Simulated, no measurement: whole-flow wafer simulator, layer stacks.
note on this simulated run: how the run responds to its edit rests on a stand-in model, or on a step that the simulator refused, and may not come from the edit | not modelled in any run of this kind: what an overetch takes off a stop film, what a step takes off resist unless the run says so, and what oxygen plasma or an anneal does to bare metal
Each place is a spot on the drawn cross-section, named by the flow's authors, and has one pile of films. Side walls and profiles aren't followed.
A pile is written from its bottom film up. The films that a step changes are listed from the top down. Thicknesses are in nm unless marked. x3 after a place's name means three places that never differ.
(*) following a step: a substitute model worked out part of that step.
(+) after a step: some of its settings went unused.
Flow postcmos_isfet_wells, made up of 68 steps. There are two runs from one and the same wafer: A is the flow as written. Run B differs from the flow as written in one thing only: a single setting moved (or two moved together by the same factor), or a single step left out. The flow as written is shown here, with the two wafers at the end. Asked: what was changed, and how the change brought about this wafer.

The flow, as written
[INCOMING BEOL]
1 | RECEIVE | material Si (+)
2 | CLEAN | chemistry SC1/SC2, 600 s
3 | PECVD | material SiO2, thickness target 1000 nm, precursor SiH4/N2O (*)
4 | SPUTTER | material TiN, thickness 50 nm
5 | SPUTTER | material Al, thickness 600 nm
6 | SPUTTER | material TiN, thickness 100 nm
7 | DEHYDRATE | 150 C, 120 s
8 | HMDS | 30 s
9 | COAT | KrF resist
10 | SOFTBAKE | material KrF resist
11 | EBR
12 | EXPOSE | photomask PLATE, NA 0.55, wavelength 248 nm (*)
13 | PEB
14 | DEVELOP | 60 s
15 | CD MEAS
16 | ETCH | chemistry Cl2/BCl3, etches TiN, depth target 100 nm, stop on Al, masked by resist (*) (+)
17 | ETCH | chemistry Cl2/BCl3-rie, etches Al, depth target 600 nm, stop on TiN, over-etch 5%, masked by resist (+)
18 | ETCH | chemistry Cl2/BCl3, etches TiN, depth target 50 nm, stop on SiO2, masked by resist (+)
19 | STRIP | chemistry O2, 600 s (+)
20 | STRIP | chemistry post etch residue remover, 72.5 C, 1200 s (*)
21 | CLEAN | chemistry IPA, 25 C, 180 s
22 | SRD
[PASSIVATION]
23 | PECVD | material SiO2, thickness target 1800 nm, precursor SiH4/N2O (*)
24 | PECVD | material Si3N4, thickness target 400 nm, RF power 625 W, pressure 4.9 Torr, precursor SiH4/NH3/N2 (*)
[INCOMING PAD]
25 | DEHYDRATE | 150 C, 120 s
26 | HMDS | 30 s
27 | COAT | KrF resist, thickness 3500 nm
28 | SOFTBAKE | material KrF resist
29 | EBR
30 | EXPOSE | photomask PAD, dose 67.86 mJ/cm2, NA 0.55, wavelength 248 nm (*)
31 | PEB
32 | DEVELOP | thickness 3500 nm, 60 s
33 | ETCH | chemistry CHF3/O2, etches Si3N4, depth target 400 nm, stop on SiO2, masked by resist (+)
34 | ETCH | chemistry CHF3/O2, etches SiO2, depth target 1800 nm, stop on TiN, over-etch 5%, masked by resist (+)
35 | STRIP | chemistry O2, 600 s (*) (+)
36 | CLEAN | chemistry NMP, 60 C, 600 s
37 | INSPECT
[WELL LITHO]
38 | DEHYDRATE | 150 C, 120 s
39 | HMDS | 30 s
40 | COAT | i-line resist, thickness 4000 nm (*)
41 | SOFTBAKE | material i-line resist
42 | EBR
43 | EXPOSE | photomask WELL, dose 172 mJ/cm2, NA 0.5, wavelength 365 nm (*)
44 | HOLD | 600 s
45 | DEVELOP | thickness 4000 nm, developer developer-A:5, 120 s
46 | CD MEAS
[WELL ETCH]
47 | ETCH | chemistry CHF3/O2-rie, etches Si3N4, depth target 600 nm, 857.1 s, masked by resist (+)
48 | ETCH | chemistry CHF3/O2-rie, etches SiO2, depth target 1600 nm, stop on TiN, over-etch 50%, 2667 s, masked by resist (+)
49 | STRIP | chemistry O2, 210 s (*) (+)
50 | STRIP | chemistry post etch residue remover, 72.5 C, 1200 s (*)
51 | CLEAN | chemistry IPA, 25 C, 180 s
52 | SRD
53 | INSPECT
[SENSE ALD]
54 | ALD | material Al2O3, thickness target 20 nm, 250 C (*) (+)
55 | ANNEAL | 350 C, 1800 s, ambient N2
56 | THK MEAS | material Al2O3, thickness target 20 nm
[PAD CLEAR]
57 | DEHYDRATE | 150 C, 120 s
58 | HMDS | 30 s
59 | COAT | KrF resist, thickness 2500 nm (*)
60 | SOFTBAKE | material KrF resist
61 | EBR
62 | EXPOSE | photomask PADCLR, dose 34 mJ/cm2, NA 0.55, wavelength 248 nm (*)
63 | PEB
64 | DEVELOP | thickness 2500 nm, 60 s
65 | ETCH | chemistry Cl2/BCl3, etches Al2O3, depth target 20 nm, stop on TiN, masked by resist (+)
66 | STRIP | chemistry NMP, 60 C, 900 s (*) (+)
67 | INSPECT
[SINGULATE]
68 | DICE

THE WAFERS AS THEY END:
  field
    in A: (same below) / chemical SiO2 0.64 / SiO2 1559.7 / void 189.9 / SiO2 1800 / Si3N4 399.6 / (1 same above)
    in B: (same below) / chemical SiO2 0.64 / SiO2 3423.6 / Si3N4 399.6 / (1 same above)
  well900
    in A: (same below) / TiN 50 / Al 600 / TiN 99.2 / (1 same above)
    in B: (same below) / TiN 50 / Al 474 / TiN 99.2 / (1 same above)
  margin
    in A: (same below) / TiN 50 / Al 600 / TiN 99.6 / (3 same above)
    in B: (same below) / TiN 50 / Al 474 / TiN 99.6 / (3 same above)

The reason: step 5, SPUTTER: thickness 474 nm was run, though the flow has thickness 600 nm.
One can read it off the wafer: well900 has Al 474, and step 5 as written asks for 600 nm.

How this came from the change, step by step:
  5 | SPUTTER | material Al, thickness 600 nm
      field, margin, well900, well1300 x3, pad_rim, pad_clr, pad_open: A +600 Al (new film) | B +474 Al (new film)
  17 | ETCH | chemistry Cl2/BCl3-rie, etches Al, depth target 600 nm, stop on TiN, over-etch 5%, masked by resist (+)
      margin, well900, well1300 x3, pad_rim, pad_clr, pad_open: A -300 KrF resist | B -248.9 KrF resist
      field: A -600 Al (all of it) | B -474 Al (all of it)
  19 | STRIP | chemistry O2, 600 s (+)
      margin, well900, well1300 x3, pad_rim, pad_clr, pad_open: A -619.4 KrF resist (all of it) | B -670.5 KrF resist (all of it)
  23 | PECVD | material SiO2, thickness target 1800 nm, precursor SiH4/N2O (*)
      field: A +1800 SiO2 (new film), +189.9 void (new film), +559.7 SiO2 | B +2423.6 SiO2
